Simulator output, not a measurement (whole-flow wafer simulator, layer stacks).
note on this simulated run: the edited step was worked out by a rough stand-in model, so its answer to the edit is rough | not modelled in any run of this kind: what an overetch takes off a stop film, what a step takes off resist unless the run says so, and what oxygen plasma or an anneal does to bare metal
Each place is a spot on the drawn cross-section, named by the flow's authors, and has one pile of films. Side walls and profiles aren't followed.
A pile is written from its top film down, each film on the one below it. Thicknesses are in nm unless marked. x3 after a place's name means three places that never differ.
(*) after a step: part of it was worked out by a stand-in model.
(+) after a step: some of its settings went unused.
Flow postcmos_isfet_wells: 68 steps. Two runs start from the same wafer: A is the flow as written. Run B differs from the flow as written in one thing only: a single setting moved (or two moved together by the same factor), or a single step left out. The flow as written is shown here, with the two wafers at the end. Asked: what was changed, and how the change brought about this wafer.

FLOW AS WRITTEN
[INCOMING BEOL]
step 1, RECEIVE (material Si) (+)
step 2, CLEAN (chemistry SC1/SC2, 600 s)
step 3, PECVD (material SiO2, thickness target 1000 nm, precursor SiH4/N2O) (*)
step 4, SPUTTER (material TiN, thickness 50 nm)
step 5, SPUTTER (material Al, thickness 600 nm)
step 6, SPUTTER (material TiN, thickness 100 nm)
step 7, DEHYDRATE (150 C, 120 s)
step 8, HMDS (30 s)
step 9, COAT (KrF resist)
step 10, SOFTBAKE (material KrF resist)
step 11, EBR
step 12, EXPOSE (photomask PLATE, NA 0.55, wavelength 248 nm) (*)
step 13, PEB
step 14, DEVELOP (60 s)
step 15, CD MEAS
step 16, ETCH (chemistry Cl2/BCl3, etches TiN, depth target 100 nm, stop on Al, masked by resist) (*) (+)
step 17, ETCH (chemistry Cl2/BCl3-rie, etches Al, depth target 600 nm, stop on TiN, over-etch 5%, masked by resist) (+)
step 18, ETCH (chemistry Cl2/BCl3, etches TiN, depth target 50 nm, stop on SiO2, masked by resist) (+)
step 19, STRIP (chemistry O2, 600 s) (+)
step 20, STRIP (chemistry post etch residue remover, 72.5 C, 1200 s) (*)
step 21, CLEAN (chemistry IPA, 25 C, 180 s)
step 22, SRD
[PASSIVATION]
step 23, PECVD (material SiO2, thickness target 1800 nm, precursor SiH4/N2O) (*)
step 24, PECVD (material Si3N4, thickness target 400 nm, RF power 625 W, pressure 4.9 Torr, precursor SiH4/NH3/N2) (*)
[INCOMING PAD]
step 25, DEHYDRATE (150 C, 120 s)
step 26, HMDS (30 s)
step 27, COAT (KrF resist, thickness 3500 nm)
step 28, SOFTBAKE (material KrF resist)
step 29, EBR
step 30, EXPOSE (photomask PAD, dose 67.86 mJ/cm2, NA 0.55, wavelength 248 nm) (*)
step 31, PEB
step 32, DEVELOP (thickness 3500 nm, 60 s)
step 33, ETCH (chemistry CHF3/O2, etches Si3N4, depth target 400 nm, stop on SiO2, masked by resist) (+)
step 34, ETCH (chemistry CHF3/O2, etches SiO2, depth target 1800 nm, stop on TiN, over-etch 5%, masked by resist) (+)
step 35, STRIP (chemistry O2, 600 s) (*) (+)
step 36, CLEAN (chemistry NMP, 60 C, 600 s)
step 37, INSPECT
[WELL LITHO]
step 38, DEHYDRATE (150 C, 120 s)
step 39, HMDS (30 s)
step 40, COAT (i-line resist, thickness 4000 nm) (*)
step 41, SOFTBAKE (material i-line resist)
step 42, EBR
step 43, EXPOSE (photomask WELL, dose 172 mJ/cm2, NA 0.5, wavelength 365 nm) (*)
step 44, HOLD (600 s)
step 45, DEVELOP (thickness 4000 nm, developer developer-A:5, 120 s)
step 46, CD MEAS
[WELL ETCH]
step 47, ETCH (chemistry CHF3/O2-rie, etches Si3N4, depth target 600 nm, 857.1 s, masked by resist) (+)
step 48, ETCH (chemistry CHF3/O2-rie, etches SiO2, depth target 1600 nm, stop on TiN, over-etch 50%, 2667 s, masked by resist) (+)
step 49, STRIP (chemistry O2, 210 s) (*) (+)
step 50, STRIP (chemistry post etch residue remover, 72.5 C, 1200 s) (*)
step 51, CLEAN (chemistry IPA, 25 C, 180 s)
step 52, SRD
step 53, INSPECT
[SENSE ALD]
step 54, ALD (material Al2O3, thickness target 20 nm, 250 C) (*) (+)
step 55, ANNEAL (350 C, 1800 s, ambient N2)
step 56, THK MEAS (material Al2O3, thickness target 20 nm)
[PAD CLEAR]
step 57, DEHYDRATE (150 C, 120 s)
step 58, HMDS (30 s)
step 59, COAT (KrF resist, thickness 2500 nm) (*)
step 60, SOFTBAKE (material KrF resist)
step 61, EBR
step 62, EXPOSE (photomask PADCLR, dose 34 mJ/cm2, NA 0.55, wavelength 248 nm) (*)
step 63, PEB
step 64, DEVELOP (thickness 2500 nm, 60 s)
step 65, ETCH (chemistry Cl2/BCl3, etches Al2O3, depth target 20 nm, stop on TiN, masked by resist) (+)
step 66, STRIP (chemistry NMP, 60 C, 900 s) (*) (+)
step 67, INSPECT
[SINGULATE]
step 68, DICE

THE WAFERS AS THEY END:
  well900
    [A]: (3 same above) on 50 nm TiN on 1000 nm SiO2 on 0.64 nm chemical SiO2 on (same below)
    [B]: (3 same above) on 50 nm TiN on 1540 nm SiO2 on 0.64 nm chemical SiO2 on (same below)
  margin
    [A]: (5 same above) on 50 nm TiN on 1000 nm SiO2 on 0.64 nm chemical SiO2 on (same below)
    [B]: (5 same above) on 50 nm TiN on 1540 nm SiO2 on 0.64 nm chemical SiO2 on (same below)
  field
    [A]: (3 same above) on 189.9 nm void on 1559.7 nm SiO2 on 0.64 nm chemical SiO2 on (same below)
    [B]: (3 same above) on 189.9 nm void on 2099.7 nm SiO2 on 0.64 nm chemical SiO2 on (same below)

What caused this: step 3, PECVD: thickness target 1540 nm was run, whereas the flow has thickness target 1000 nm.
One can read it off the wafer: well900 has SiO2 1540, and step 3 as written asks for 1000 nm.

Step by step, how the change led to this:
  step 3, PECVD (material SiO2, thickness target 1000 nm, precursor SiH4/N2O) (*)
      field, margin, well900, well1300 x3, pad_rim, pad_clr, pad_open: A SiO2 gains 1000 (new film) | B SiO2 gains 1540 (new film)
